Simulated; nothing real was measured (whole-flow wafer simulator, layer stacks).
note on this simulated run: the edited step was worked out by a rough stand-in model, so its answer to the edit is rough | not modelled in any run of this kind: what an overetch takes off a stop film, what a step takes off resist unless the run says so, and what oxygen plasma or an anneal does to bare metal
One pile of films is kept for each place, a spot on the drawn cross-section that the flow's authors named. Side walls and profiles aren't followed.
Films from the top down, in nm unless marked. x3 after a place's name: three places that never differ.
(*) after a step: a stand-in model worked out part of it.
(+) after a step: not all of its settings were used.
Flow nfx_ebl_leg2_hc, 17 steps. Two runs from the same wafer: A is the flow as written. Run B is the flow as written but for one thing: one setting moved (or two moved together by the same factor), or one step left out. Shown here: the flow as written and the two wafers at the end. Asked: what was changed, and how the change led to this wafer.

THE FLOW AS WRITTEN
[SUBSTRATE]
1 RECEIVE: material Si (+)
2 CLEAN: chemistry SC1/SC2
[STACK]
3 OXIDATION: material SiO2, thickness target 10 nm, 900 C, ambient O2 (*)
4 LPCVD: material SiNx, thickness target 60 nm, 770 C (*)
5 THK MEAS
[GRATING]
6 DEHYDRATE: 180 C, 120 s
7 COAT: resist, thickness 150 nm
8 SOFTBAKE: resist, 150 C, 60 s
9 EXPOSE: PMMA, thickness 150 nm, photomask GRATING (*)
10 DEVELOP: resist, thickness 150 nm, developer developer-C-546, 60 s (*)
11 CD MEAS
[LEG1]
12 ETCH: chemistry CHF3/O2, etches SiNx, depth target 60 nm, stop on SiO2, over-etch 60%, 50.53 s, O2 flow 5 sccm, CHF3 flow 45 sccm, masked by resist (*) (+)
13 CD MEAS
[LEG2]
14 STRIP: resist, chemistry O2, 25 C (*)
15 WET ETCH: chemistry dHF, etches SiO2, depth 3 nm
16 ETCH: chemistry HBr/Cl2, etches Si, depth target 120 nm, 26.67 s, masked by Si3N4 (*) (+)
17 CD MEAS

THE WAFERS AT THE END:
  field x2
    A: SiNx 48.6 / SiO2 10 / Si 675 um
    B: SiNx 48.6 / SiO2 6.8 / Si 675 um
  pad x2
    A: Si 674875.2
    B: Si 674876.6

The cause: step 3, OXIDATION: thickness target 6.8 nm was run, where the flow has thickness target 10 nm.
It can be read off the wafer: field x2 has SiO2 6.8, and step 3 as written asks for 10 nm.

How the change led to this, step by step:
  3 OXIDATION: material SiO2, thickness target 10 nm, 900 C, ambient O2 (*)
      field x2, pad x2: A SiO2 +10 (new film), chemical SiO2 -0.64 (all of it), Si -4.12 | B SiO2 +6.8 (new film), chemical SiO2 -0.64 (all of it), Si -2.71
  12 ETCH: chemistry CHF3/O2, etches SiNx, depth target 60 nm, stop on SiO2, over-etch 60%, 50.53 s, O2 flow 5 sccm, CHF3 flow 45 sccm, masked by resist (*) (+)
      pad x2: A SiNx -60 (all of it), SiO2 -10 (all of it) | B SiNx -60 (all of it), SiO2 -6.8 (all of it)
